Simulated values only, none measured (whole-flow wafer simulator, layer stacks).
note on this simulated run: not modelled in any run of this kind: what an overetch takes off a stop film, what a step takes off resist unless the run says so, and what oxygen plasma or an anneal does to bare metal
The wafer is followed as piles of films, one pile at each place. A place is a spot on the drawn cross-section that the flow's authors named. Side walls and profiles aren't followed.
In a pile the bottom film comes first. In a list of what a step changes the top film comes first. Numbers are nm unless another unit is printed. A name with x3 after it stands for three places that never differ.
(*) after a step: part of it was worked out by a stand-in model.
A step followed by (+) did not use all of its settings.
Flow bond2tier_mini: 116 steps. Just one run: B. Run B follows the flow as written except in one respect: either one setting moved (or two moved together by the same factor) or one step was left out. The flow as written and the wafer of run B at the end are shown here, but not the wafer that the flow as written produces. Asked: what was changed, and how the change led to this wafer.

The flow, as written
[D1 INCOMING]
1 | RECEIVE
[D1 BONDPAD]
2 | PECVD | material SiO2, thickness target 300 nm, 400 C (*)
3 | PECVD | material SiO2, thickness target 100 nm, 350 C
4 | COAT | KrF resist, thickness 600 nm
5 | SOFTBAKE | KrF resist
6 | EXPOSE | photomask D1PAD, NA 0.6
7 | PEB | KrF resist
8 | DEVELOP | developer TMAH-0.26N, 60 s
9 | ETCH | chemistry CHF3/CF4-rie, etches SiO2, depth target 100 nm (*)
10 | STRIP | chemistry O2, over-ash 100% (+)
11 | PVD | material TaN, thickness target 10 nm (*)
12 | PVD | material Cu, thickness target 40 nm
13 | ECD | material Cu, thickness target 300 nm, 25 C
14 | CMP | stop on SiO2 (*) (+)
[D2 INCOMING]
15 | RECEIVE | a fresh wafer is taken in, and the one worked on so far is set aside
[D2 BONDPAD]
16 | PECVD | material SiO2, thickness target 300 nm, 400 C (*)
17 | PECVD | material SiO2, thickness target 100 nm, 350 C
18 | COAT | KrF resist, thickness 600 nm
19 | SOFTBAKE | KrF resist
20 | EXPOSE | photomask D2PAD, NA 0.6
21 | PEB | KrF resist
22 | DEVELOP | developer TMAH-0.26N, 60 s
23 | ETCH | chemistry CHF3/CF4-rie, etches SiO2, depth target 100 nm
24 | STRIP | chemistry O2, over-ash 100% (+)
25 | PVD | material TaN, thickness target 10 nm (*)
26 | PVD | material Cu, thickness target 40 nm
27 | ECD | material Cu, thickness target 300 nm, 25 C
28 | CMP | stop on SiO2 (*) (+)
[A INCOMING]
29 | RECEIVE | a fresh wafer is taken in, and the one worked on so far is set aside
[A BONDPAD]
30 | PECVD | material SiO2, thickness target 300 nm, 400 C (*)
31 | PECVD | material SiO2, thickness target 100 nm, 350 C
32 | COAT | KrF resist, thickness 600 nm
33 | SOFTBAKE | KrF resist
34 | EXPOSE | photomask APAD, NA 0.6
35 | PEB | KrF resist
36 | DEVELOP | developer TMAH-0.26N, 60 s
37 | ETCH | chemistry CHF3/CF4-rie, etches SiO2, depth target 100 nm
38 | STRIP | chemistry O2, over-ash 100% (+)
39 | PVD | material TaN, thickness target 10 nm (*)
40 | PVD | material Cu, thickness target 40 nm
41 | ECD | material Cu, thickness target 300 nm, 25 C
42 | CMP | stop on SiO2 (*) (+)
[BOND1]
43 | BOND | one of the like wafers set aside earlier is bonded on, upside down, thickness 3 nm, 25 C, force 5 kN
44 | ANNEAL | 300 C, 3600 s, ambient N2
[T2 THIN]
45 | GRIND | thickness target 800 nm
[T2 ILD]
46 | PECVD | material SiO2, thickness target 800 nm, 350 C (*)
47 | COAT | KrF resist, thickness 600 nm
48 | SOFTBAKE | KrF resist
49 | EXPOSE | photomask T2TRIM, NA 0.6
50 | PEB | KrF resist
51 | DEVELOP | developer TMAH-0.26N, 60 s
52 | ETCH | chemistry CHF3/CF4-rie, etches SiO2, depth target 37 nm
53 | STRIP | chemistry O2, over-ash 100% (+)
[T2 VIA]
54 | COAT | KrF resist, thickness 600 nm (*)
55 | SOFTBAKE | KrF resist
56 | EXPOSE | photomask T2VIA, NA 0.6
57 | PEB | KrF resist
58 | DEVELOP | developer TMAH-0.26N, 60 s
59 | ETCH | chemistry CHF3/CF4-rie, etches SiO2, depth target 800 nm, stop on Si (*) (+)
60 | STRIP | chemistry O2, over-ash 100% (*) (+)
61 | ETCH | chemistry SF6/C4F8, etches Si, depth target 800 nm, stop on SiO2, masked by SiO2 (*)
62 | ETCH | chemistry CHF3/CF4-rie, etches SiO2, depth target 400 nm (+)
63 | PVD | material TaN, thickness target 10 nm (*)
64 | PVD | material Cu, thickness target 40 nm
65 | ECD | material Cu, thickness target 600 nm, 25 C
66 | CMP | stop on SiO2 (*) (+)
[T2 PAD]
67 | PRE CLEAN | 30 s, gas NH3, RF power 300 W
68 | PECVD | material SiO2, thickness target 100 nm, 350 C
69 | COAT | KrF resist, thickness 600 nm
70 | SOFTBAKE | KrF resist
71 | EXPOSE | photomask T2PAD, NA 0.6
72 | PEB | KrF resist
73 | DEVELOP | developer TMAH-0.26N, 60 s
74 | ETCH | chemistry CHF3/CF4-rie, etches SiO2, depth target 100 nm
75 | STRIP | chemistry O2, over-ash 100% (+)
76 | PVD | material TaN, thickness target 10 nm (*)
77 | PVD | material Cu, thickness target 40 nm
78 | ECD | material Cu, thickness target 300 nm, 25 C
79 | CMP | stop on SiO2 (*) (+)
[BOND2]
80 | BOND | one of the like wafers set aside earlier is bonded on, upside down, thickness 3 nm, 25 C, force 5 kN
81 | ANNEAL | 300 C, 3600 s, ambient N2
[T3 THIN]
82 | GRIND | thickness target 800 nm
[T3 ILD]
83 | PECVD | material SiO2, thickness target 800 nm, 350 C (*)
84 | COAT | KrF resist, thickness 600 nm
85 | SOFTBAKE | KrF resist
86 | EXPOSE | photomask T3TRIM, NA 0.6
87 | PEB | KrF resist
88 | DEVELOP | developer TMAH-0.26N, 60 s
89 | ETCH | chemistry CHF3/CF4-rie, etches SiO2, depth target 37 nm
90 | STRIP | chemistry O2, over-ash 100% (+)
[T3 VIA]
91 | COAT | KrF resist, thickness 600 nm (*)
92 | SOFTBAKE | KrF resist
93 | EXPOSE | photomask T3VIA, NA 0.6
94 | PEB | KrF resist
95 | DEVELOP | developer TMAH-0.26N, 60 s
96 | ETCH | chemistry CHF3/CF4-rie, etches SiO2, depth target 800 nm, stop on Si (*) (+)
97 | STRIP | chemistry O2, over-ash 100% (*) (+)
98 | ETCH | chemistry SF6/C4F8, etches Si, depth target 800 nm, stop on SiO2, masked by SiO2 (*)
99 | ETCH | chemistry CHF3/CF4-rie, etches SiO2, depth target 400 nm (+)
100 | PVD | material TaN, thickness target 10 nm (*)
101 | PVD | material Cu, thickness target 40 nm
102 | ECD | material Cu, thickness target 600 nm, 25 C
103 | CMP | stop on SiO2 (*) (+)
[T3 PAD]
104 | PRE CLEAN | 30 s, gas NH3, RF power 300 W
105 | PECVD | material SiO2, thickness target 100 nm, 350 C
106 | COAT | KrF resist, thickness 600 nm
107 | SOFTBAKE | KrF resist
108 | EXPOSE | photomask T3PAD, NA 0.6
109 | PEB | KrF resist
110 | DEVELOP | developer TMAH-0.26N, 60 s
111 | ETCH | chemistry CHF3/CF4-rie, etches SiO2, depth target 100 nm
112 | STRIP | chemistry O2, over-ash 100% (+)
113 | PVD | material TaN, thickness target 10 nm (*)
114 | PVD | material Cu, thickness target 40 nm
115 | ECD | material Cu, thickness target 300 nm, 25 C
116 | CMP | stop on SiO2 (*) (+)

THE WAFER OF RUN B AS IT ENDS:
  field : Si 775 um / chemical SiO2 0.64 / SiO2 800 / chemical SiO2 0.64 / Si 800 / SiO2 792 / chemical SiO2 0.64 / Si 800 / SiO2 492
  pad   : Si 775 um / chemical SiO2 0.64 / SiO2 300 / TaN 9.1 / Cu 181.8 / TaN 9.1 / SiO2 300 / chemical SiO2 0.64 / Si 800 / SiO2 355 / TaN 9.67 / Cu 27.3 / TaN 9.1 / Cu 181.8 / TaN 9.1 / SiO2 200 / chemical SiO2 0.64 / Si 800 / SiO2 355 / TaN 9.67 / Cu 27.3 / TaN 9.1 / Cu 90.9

Cause: step 17, PECVD: material SiO2, thickness target 100 nm, 350 C, was omitted.

Step by step, how the change led to this:
  80 | BOND | one of the like wafers set aside earlier is bonded on, upside down, thickness 3 nm, 25 C, force 5 kN
      field: Si gains 775 um (new film), chemical SiO2 gains 0.64 (new film), SiO2 gains 300 (as written it would have been: Si gains 775 um (new film), chemical SiO2 gains 0.64 (new film), SiO2 gains 400)
      pad: Si gains 775 um (new film), chemical SiO2 gains 0.64 (new film), SiO2 gains 200 (new film), TaN gains 9.1 (new film), Cu gains 90.9 (as written it would have been: Si gains 775 um (new film), chemical SiO2 gains 0.64 (new film), SiO2 gains 300 (new film), TaN gains 9.1 (new film), Cu gains 90.9)
